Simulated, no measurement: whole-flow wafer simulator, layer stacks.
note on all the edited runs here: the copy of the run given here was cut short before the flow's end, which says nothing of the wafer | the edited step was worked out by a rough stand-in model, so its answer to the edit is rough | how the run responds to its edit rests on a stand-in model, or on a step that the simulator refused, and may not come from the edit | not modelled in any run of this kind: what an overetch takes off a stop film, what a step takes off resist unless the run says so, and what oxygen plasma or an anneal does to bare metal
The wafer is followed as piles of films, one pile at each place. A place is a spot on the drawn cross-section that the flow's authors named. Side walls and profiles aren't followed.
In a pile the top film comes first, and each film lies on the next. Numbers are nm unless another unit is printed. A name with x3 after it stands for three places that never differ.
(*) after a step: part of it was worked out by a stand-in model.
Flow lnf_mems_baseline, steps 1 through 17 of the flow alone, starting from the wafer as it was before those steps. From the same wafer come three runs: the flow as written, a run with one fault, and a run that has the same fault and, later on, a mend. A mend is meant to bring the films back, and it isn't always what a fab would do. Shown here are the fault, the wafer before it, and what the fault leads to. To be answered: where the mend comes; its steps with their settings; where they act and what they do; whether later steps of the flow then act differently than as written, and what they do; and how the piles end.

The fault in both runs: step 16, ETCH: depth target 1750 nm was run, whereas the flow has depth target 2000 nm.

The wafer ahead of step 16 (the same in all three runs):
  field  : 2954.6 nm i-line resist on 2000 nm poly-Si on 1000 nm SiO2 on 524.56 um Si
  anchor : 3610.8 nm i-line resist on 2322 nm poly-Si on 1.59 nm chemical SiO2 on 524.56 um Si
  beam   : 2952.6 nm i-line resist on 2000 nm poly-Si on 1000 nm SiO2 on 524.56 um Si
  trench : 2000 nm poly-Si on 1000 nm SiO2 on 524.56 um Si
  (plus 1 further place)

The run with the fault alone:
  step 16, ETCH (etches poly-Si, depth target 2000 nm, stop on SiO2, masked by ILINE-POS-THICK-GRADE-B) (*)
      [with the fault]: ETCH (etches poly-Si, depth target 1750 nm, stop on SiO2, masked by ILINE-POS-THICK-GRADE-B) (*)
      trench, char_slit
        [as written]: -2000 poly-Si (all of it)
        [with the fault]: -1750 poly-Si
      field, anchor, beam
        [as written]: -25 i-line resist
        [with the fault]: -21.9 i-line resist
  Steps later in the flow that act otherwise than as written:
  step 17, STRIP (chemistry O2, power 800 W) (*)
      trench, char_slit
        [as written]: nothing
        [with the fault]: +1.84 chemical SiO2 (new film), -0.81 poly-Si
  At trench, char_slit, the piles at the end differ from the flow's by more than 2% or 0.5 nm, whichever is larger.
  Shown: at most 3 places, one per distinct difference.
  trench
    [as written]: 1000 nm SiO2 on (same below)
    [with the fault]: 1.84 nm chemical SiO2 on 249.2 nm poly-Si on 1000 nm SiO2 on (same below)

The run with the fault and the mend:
  After step 16 comes the mend.
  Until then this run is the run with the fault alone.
  step 16a, ETCH (etches poly-Si, depth target 250 nm, stop on SiO2, masked by ILINE-POS-THICK-GRADE-B) (*) (the flow's step 16, run once more with other settings)
      field, anchor, beam
        -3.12 i-line resist
      trench, char_slit
        -250 poly-Si (all of it)
  Later steps of the flow that are run all act as written at every place that is followed.
  At every place that both follow, the piles at the end match the flow's.
